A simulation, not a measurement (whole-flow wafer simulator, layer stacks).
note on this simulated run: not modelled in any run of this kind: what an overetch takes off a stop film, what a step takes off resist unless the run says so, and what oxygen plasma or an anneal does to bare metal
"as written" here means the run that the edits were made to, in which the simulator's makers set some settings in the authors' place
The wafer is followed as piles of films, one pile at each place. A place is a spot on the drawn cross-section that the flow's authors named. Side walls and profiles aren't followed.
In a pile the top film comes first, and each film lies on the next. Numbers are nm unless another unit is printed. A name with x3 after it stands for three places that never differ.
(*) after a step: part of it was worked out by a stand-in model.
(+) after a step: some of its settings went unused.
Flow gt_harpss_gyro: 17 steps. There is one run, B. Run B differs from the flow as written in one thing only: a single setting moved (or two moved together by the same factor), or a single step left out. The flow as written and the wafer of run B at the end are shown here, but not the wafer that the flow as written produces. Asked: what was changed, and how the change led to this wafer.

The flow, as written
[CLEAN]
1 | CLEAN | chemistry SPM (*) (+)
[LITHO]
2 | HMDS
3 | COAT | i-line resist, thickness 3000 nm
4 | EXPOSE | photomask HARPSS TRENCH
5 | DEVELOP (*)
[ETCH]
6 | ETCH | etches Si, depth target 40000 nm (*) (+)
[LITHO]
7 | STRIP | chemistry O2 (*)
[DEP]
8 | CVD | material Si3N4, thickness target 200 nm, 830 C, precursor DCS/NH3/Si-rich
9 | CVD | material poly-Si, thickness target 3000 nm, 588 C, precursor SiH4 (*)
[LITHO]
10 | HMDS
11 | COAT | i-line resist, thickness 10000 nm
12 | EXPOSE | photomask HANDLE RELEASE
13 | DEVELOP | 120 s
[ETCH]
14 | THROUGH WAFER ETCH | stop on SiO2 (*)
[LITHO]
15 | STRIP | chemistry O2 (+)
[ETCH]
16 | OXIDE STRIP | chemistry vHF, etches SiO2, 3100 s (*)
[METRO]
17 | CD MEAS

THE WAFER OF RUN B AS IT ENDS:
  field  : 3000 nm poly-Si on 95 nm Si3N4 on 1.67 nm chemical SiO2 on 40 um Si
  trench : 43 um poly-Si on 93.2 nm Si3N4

What caused this: step 8, CVD: thickness target 94.99 nm was run, while the flow as written has thickness target 200 nm.
One can read it off the wafer: field has Si3N4 95, and step 8 as written asks for 200 nm.

How this came from the change, step by step:
  8 | CVD | material Si3N4, thickness target 200 nm, 830 C, precursor DCS/NH3/Si-rich
      field: +95 Si3N4 (new film) (as written it would have been: +200 Si3N4 (new film))
      trench: +93.2 Si3N4 (new film) (as written it would have been: +195.9 Si3N4 (new film))
  9 | CVD | material poly-Si, thickness target 3000 nm, 588 C, precursor SiH4 (*)
      trench: +43 um poly-Si (new film) (as written it would have been: +43.01 um poly-Si (new film))
